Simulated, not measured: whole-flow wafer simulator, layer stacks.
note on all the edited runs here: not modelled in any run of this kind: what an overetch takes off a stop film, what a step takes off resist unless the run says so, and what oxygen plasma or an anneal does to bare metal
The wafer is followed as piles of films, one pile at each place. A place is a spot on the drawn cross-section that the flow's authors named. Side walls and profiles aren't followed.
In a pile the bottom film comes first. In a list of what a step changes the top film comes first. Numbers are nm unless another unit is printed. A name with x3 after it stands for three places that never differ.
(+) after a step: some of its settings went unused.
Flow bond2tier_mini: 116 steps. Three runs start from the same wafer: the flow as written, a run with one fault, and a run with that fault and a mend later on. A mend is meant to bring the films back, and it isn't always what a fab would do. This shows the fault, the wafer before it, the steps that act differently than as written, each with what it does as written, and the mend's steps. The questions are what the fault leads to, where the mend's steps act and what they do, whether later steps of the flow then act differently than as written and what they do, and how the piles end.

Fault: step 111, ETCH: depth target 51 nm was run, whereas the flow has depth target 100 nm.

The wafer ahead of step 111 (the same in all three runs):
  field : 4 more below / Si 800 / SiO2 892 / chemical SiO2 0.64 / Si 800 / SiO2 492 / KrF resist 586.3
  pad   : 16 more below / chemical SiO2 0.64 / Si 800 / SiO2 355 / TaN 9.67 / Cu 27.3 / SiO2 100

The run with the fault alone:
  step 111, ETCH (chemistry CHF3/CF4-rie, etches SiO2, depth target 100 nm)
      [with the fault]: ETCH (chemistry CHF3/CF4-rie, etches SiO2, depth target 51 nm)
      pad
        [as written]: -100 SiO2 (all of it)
        [with the fault]: -51 SiO2
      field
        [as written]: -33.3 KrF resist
        [with the fault]: -17 KrF resist
  Steps later in the flow that act otherwise than as written (not shown: 1 more step that differs only slightly, by at most 2% or 0.5 nm, whichever is larger):
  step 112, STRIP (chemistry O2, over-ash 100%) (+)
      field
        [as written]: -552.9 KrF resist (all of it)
        [with the fault]: -569.3 KrF resist (all of it)
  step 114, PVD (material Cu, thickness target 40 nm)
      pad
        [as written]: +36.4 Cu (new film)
        [with the fault]: +38.1 Cu (new film)
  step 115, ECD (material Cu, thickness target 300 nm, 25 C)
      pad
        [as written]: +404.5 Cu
        [with the fault]: +353.3 Cu
  The piles end different from the flow's at pad by more than 2% or 0.5 nm, whichever is larger.
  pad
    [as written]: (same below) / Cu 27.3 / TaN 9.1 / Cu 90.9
    [with the fault]: (same below) / Cu 27.3 / SiO2 49 / TaN 9.54 / Cu 41.5

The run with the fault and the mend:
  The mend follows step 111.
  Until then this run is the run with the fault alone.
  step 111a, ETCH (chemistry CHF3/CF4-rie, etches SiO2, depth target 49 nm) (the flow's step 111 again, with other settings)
      field
        -16.3 KrF resist
      pad
        -49 SiO2 (all of it)
  None of the later steps of the flow acts differently than as written at any place that is followed.
  By the end, the piles equal the flow's at every place that both follow.
